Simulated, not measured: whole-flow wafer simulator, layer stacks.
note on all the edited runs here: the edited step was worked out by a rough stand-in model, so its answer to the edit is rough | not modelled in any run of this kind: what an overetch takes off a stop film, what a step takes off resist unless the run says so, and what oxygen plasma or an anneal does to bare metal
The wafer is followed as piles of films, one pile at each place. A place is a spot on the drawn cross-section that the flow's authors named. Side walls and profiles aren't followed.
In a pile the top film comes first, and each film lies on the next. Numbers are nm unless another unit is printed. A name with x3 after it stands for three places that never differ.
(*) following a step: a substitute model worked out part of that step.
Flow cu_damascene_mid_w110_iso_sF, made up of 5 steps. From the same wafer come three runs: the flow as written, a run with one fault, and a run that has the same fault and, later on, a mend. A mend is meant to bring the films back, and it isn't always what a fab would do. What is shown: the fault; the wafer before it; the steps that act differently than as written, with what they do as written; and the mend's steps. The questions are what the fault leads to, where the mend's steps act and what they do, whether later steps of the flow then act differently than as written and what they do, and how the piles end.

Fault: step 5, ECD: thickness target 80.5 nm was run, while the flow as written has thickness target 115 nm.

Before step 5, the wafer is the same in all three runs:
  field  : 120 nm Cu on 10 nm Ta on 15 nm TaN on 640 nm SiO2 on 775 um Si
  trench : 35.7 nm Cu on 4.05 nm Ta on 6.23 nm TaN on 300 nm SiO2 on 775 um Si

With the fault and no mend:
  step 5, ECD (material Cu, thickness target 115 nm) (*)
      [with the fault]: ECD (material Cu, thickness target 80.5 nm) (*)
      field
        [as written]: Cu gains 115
        [with the fault]: Cu gains 80.5
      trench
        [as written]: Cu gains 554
        [with the fault]: Cu gains 519.5
  Every later step of the flow that is run acts as written at every place that is followed.
  By the end, the piles at field, trench depart from the flow's by more than 2% or 0.5 nm, whichever is larger.
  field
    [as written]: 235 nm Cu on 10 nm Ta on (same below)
    [with the fault]: 200.5 nm Cu on 10 nm Ta on (same below)
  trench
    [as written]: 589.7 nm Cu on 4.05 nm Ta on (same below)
    [with the fault]: 555.2 nm Cu on 4.05 nm Ta on (same below)

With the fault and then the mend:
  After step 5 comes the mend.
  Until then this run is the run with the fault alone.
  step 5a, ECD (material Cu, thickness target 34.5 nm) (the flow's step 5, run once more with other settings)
      field, trench
        Cu gains 34.5
  Every later step of the flow that is run acts as written at every place that is followed.
  At every place that both follow, the piles at the end match the flow's.
